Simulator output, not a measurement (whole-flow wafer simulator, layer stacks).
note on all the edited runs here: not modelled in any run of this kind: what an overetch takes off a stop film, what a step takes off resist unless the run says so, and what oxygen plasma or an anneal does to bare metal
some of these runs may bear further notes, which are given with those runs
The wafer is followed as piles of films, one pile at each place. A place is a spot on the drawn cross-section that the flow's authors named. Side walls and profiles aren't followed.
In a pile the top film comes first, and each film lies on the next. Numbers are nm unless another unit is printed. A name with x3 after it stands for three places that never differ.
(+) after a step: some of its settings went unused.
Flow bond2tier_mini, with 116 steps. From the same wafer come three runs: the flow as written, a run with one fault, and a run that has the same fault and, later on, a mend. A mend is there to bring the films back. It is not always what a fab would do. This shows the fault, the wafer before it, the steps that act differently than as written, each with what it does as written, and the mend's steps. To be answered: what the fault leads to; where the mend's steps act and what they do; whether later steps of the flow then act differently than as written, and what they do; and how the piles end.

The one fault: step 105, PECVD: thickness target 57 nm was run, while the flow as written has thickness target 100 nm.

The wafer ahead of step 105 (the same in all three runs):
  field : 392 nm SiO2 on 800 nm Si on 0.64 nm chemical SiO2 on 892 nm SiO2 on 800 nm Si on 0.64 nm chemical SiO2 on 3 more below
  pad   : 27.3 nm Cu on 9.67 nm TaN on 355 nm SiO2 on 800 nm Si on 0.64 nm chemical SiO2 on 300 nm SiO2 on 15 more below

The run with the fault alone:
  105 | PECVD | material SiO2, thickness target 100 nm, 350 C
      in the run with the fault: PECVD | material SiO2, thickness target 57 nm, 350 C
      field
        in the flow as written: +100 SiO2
        in the run with the fault: +57 SiO2
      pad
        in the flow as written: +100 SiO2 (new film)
        in the run with the fault: +57 SiO2 (new film)
  Steps later in the flow that act otherwise than as written (2 other steps are not shown; they differ only slightly, by no more than 2% or 0.5 nm, whichever is larger):
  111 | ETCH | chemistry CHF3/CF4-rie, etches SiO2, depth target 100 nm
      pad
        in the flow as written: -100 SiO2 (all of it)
        in the run with the fault: -57 SiO2 (all of it), -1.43 Cu
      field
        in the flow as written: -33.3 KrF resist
        in the run with the fault: -28.5 KrF resist
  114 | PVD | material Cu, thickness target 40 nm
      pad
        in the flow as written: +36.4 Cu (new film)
        in the run with the fault: +37.9 Cu (new film)
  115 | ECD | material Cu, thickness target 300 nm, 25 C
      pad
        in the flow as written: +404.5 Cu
        in the run with the fault: +361 Cu
  By the end, the piles at field, pad depart from the flow's by more than 2% or 0.5 nm, whichever is larger.
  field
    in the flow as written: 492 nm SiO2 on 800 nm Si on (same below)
    in the run with the fault: 449 nm SiO2 on 800 nm Si on (same below)
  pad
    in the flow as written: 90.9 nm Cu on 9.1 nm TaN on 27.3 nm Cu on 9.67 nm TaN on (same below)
    in the run with the fault: 48.9 nm Cu on 9.52 nm TaN on 25.9 nm Cu on 9.67 nm TaN on (same below)

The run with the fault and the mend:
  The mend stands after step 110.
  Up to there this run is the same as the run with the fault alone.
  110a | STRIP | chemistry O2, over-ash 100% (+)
      field
        -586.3 KrF resist (all of it)
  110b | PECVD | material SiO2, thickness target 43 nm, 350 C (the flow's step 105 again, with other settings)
      field, pad
        +43 SiO2
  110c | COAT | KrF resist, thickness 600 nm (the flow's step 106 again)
      field, pad
        +600 KrF resist (new film)
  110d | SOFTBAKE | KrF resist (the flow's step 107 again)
      leaves every film unchanged at each place that is followed
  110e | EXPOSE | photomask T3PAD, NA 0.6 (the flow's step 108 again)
      leaves every film unchanged at each place that is followed
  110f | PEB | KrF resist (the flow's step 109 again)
      leaves every film unchanged at each place that is followed
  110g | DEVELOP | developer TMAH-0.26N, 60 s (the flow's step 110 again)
      field
        -13.7 KrF resist
      pad
        -600 KrF resist (all of it)
  None of the later steps of the flow acts differently than as written at any place that is followed.
  The piles end the same as the flow's at every place that both follow.
